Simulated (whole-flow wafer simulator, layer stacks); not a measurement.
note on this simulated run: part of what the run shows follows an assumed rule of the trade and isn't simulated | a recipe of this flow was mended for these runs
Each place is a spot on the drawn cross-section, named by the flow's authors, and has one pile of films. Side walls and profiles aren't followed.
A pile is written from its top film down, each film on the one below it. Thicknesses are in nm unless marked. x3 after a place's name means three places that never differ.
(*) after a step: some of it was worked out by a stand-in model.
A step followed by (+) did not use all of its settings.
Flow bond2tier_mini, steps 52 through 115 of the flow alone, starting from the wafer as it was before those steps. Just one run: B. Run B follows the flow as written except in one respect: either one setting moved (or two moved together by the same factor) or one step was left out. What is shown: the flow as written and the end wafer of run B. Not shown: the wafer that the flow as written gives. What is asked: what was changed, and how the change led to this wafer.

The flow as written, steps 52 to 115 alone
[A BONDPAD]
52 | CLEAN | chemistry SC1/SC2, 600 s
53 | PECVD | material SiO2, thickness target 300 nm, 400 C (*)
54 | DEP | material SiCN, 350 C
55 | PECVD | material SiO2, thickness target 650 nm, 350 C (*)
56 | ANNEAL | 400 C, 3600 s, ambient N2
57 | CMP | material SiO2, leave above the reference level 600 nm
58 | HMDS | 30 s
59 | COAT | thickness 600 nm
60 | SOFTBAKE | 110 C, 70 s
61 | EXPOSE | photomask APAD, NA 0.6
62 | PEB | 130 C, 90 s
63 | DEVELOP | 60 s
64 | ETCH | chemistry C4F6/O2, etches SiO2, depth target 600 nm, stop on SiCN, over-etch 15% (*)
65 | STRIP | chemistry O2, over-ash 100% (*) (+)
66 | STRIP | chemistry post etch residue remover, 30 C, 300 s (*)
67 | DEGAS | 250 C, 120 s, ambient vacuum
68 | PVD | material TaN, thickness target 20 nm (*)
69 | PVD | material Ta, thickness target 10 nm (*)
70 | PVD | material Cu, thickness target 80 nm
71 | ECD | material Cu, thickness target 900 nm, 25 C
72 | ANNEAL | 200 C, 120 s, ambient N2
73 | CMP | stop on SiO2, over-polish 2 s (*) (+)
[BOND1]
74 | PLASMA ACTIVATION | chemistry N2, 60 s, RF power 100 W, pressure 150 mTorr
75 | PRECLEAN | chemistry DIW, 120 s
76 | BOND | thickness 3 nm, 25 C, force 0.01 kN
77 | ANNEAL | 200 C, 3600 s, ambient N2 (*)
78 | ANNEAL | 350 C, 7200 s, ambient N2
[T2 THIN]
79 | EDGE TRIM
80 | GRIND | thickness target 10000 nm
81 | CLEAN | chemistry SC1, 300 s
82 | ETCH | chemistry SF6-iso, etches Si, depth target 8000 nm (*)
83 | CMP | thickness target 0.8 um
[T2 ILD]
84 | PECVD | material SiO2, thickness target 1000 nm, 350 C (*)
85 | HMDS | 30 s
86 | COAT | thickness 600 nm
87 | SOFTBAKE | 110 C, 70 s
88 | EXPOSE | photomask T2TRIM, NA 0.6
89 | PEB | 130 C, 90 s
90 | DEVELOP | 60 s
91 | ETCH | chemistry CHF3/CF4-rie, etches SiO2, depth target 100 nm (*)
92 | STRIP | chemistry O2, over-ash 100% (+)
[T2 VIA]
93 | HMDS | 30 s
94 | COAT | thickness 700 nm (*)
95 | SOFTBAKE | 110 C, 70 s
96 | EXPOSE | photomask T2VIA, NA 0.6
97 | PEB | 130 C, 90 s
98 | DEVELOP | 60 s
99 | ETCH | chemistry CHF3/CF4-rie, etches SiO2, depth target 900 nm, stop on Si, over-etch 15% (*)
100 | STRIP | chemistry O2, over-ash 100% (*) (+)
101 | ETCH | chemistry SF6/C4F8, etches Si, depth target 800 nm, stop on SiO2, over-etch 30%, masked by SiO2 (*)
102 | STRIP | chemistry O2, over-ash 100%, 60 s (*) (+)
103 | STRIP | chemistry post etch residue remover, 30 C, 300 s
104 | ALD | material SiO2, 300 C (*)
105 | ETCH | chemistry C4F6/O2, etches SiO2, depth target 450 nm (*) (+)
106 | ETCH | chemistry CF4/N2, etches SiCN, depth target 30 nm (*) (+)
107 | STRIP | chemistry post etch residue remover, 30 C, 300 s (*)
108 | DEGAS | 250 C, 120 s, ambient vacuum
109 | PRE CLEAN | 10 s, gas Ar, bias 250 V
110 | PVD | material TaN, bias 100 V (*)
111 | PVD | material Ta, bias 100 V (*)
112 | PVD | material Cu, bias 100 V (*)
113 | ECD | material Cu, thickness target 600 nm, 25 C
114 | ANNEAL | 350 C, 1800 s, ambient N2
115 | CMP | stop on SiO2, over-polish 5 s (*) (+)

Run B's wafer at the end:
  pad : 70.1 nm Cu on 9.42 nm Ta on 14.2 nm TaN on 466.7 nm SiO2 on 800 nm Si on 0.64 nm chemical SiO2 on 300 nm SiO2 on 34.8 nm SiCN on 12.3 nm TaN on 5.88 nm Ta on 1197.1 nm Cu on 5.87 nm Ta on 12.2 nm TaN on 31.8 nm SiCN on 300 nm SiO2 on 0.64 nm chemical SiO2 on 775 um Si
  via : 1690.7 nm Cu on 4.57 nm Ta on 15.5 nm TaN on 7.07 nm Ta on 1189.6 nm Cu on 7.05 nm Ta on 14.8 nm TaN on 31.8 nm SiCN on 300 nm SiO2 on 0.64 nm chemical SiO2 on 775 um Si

The reason: step 64, ETCH: over-etch 18% was run, though the flow has over-etch 15%.

Step by step, how the change led to this:
  64 | ETCH | chemistry C4F6/O2, etches SiO2, depth target 600 nm, stop on SiCN, over-etch 15% (*)
      pad, via: -600 SiO2 (all of it), -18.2 SiCN (it would be, as written: -600 SiO2 (all of it), -15.2 SiCN)
      field: -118 thick-KrF-resist (it would be, as written: -115 thick-KrF-resist)
